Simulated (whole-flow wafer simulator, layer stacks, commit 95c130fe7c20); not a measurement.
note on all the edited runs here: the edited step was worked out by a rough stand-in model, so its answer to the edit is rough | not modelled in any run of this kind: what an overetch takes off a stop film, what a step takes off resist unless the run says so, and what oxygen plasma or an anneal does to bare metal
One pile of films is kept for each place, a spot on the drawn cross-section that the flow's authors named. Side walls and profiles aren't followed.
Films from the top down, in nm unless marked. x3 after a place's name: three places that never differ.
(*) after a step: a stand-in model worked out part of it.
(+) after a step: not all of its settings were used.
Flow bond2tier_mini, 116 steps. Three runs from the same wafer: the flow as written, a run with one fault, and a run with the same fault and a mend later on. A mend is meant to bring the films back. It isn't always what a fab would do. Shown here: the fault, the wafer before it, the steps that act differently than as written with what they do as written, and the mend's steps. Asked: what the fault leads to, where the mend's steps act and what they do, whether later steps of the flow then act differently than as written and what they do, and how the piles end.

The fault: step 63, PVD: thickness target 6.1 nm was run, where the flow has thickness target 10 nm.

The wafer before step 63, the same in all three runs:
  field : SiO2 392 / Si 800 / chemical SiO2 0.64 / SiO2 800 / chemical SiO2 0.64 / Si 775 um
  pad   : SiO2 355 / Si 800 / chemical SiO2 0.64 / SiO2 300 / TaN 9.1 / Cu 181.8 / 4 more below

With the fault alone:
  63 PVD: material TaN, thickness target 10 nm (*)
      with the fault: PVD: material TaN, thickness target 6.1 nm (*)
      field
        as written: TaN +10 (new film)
        with the fault: TaN +6.1 (new film)
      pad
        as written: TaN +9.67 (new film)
        with the fault: TaN +5.9 (new film)
  Later steps of the flow that act differently than as written (1 more step differs only slightly, by at most 2% or 0.5 nm, whichever is larger, and isn't shown):
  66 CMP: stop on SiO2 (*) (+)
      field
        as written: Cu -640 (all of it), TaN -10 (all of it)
        with the fault: Cu -640 (all of it), TaN -6.1 (all of it)
  At the end the piles differ from the flow's by more than 2% or 0.5 nm, whichever is larger, at pad.
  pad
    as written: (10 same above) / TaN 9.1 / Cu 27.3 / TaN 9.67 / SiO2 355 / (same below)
    with the fault: (10 same above) / TaN 9.1 / Cu 31.1 / TaN 5.9 / SiO2 355 / (same below)

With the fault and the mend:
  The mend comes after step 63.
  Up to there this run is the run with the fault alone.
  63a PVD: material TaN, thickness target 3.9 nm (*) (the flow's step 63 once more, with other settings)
      field
        TaN +3.9
      pad
        TaN +3.77
  No later step of the flow acts differently than as written at any place that is followed.
  At the end the piles are the same as the flow's at every place that both follow.
